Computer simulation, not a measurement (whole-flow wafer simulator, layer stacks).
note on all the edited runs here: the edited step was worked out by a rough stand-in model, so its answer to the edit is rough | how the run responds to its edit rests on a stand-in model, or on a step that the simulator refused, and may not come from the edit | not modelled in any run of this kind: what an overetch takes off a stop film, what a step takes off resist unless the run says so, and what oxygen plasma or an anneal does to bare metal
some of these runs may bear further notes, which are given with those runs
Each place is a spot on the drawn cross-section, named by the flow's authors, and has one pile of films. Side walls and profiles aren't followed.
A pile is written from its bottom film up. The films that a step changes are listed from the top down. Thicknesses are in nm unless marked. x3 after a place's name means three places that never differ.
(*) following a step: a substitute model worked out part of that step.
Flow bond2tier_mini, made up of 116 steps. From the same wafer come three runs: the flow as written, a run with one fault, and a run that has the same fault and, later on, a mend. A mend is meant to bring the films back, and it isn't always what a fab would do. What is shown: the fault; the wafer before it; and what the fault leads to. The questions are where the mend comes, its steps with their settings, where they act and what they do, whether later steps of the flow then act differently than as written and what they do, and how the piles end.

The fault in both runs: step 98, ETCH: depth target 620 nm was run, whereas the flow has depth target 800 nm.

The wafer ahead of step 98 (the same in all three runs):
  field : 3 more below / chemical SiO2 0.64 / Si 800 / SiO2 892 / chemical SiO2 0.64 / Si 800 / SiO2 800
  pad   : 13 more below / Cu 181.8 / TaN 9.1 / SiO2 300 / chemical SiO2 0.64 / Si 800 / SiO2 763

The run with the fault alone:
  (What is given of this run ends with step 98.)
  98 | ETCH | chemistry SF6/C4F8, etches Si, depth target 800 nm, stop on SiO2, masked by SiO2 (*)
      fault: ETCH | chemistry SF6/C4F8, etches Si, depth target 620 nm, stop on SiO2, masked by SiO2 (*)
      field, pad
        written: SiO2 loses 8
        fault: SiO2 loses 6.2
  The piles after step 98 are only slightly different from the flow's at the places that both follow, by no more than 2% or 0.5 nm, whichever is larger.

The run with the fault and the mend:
  After step 98 comes the mend.
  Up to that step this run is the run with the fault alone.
  98a | ETCH | chemistry SF6/C4F8, etches Si, depth target 180 nm, stop on SiO2, masked by SiO2 (*) (the flow's step 98 again, with other settings)
      field, pad
        SiO2 loses 1.8
  Every later step of the flow that is run acts as written at every place that is followed.
  By the end, the piles equal the flow's at every place that both follow.
